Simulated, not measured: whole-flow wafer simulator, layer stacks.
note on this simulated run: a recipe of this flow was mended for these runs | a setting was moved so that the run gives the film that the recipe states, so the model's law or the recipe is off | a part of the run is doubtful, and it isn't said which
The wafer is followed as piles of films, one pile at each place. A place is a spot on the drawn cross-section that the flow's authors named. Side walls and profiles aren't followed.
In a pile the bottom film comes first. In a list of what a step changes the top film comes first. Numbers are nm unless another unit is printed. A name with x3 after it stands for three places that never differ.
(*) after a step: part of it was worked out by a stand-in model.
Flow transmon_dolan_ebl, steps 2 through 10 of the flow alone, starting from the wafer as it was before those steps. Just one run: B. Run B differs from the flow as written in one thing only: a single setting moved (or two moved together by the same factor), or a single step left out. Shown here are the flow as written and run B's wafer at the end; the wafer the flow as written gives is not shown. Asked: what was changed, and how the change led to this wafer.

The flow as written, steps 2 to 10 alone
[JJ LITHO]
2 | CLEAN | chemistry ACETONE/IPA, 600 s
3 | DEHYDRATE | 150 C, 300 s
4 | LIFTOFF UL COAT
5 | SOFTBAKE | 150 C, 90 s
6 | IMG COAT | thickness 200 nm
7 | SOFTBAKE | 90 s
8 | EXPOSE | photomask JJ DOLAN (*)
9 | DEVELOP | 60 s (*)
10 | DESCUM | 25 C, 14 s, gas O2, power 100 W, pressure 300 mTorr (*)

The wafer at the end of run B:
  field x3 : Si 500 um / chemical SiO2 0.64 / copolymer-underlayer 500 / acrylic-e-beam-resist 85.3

The reason: step 6, IMG COAT: thickness 100 nm was run, while the flow as written has thickness 200 nm.

The path from the change to this, step by step:
  6 | IMG COAT | thickness 200 nm
      field x3, jj_line: acrylic-e-beam-resist gains 100 (new film) (in the flow as written it would be: acrylic-e-beam-resist gains 200 (new film))
  9 | DEVELOP | 60 s (*)
      jj_line: acrylic-e-beam-resist loses 100 (all of it), copolymer-underlayer loses 500 (all of it) (in the flow as written it would be: acrylic-e-beam-resist loses 200 (all of it), copolymer-underlayer loses 500 (all of it))
